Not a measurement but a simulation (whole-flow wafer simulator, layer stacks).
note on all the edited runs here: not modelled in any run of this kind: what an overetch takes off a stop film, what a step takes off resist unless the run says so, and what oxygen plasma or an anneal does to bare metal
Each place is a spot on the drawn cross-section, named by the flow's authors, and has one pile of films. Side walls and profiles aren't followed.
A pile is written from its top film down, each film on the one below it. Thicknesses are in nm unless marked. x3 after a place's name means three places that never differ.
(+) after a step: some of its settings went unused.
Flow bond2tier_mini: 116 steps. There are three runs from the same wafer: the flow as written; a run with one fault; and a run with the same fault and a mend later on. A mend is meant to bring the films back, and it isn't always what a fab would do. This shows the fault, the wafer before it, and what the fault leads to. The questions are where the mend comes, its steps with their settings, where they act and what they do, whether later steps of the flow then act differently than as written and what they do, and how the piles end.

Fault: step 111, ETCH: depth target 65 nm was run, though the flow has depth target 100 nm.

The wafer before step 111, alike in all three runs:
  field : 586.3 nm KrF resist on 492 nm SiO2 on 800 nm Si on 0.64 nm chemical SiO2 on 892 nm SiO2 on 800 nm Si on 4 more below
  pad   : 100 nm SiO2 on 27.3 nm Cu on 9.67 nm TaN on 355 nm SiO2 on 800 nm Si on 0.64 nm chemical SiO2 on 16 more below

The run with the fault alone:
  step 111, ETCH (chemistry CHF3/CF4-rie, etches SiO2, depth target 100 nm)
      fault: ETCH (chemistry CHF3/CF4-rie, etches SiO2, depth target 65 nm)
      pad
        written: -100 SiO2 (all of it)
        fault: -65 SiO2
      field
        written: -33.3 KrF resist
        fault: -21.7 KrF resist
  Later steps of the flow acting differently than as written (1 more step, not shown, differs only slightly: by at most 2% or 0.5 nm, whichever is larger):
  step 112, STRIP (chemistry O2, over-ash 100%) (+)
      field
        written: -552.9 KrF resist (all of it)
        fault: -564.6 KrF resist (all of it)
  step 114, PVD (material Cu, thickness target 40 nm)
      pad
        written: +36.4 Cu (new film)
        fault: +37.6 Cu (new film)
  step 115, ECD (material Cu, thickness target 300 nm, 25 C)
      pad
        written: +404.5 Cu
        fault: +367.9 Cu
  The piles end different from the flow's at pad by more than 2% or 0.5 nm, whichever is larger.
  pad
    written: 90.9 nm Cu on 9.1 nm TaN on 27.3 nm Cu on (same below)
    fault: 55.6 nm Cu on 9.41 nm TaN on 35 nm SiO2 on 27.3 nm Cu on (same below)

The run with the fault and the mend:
  After step 111 comes the mend.
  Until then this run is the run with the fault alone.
  step 111a, ETCH (chemistry CHF3/CF4-rie, etches SiO2, depth target 35 nm) (the flow's step 111 again, with other settings)
      field
        -11.7 KrF resist
      pad
        -35 SiO2 (all of it)
  None of the later steps of the flow acts differently than as written at any place that is followed.
  At every place that both follow, the piles at the end match the flow's.
